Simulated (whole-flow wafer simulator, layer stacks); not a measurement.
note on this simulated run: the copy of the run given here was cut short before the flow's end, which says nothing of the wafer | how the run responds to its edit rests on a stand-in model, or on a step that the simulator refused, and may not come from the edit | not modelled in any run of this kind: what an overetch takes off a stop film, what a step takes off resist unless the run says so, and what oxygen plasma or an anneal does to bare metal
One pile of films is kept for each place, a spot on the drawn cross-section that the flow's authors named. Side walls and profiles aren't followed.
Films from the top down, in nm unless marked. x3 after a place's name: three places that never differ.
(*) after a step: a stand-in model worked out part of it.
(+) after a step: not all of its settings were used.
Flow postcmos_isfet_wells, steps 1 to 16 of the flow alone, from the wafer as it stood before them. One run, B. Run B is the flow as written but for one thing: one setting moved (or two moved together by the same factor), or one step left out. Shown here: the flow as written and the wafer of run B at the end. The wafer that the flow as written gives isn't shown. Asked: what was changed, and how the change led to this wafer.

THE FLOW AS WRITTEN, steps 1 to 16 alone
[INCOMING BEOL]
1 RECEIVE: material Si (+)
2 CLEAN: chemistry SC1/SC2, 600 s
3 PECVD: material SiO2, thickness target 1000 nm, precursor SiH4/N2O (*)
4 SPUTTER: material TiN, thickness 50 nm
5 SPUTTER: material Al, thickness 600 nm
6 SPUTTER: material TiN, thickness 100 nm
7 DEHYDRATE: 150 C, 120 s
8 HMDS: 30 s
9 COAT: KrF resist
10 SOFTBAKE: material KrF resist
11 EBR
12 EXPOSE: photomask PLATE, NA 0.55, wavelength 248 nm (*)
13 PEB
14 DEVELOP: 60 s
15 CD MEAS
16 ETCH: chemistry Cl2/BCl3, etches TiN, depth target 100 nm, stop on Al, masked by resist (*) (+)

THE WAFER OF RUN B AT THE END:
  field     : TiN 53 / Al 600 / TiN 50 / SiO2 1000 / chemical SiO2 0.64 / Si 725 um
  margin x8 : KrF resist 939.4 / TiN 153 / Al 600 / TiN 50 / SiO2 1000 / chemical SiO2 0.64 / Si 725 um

The cause: step 6, SPUTTER: thickness 153 nm was run, where the flow has thickness 100 nm.
It can be read off the wafer: margin x8 has TiN 153, and step 6 as written asks for 100 nm.

How the change led to this, step by step:
  6 SPUTTER: material TiN, thickness 100 nm
      field, margin x8: TiN +153 (new film) (as written it would be: TiN +100 (new film))
  16 ETCH: chemistry Cl2/BCl3, etches TiN, depth target 100 nm, stop on Al, masked by resist (*) (+)
      field: TiN -100 (as written it would be: TiN -100 (all of it))
